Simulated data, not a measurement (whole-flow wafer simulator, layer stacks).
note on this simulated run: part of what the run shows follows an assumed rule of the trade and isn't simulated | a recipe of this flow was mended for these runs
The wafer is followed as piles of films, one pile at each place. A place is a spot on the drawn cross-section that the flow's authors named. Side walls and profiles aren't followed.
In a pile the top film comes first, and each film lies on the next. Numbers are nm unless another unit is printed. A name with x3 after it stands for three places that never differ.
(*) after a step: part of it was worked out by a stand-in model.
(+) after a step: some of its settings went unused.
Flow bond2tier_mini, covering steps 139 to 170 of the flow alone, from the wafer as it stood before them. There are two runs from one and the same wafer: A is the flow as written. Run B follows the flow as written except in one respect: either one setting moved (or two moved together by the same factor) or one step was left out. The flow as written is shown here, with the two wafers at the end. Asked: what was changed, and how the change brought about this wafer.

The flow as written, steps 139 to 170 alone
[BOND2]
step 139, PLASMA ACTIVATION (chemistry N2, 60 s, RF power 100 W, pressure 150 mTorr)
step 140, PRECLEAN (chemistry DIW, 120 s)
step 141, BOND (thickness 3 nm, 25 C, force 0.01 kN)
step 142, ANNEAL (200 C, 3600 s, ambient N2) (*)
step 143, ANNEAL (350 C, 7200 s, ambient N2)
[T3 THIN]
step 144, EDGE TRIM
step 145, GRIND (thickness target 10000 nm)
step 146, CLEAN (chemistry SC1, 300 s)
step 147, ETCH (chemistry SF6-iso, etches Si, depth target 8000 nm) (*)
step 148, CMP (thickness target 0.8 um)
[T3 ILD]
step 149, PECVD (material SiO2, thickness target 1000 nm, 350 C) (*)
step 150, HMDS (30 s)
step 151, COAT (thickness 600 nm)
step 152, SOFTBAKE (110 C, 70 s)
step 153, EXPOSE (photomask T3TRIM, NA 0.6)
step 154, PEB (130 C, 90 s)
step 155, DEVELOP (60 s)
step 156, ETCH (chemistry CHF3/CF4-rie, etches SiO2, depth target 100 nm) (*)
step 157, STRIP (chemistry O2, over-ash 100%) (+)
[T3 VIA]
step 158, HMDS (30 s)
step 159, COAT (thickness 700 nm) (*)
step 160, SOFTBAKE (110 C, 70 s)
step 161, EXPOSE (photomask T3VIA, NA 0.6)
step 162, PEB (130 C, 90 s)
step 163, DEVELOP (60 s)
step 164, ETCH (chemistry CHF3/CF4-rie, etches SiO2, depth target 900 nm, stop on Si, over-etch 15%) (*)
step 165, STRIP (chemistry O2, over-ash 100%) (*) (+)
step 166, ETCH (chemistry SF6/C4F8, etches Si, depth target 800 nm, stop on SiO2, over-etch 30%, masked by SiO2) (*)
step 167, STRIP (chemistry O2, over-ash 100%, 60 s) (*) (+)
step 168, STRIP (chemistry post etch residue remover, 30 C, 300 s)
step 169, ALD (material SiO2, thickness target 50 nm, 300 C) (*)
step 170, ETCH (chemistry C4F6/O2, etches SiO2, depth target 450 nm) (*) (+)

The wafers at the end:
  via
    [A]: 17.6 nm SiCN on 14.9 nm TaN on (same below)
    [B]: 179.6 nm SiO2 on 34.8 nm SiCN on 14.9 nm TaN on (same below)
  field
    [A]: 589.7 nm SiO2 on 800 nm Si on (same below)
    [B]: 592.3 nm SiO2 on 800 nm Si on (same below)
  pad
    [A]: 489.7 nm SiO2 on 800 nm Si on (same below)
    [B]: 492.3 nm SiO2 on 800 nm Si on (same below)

The reason: step 166, ETCH: depth target 596 nm was run, whereas the flow has depth target 800 nm.

Step by step, how the change led to this:
  step 166, ETCH (chemistry SF6/C4F8, etches Si, depth target 800 nm, stop on SiO2, over-etch 30%, masked by SiO2) (*)
      via: A Si loses 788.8 (all of it), chemical SiO2 loses 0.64 (all of it), SiO2 loses 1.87 | B Si loses 774.8
      field, pad: A SiO2 loses 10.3 | B SiO2 loses 7.75
  step 169, ALD (material SiO2, thickness target 50 nm, 300 C) (*)
      via: A SiO2 gains 50 | B SiO2 gains 50 (new film)
  step 170, ETCH (chemistry C4F6/O2, etches SiO2, depth target 450 nm) (*) (+)
      via: A SiO2 loses 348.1 (all of it), SiCN loses 17.2 | B SiO2 loses 50 (all of it), Si loses 13.9 (all of it), chemical SiO2 loses 0.64 (all of it), SiO2 loses 120.4
